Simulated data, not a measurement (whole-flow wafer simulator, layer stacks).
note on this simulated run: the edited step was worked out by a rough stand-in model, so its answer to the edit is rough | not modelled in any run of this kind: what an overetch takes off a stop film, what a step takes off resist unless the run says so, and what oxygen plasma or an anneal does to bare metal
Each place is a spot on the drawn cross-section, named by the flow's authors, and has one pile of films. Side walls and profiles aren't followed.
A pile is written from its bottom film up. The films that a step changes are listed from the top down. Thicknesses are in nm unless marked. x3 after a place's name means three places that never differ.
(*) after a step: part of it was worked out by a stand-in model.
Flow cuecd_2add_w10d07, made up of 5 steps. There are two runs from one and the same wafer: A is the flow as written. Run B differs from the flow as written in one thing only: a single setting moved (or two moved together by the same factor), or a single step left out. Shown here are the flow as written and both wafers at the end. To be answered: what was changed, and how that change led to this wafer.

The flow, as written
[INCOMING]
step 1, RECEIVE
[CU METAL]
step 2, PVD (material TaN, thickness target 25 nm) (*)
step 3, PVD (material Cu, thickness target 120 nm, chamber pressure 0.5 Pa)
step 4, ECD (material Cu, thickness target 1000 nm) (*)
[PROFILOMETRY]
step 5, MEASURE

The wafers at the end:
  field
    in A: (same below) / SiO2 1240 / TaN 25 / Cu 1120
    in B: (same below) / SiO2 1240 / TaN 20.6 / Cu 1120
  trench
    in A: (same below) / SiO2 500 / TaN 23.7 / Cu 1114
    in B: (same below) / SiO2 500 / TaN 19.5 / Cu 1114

Cause: step 2, PVD: thickness target 20.6 nm was run, while the flow as written has thickness target 25 nm.
The wafer itself shows it: field has TaN 20.6, and step 2 as written asks for 25 nm.

Step by step, how the change led to this:
  step 2, PVD (material TaN, thickness target 25 nm) (*)
      field: A +25 TaN (new film) | B +20.6 TaN (new film)
      trench: A +23.7 TaN (new film) | B +19.5 TaN (new film)
